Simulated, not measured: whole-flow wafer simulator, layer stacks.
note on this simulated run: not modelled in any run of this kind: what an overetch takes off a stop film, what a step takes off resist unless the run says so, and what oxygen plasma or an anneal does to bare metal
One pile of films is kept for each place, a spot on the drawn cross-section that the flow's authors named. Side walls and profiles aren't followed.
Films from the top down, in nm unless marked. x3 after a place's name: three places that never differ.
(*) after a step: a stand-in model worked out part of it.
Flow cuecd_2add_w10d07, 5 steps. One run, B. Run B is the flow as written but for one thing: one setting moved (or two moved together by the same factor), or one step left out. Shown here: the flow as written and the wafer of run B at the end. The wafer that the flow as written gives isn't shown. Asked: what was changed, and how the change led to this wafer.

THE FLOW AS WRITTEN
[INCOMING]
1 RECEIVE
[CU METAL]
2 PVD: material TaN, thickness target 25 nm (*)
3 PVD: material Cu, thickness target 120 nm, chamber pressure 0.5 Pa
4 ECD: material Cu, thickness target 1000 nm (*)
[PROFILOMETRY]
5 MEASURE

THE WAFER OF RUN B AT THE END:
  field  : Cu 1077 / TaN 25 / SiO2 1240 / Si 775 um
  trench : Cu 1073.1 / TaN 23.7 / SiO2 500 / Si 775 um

The cause: step 3, PVD: thickness target 77 nm was run, where the flow has thickness target 120 nm.

How the change led to this, step by step:
  3 PVD: material Cu, thickness target 120 nm, chamber pressure 0.5 Pa
      field: Cu +77 (new film) (as written it would be: Cu +120 (new film))
      trench: Cu +73.1 (new film) (as written it would be: Cu +114 (new film))
